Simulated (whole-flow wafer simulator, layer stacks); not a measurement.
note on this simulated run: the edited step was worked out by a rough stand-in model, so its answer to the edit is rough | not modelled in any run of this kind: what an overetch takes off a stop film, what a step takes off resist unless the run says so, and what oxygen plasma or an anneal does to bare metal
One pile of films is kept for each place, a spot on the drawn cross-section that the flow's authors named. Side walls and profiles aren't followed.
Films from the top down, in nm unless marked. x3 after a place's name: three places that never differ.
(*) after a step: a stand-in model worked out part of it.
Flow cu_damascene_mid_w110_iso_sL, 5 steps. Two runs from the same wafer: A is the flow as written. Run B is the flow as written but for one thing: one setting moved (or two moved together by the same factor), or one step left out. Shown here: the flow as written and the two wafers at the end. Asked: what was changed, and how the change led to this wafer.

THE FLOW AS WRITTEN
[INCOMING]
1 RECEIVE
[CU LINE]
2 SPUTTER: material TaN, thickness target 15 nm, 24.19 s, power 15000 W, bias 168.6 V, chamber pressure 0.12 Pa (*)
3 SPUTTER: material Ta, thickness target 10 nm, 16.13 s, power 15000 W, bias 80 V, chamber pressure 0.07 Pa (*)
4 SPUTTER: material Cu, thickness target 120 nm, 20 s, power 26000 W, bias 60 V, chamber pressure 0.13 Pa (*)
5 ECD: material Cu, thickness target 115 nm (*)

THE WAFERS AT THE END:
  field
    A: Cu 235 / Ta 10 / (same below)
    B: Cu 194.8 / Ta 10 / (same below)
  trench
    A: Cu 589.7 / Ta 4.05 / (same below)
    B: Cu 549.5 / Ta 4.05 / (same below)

The cause: step 5, ECD: thickness target 74.8 nm was run, where the flow has thickness target 115 nm.

How the change led to this, step by step:
  5 ECD: material Cu, thickness target 115 nm (*)
      field: A Cu +115 | B Cu +74.8
      trench: A Cu +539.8 | B Cu +499.6
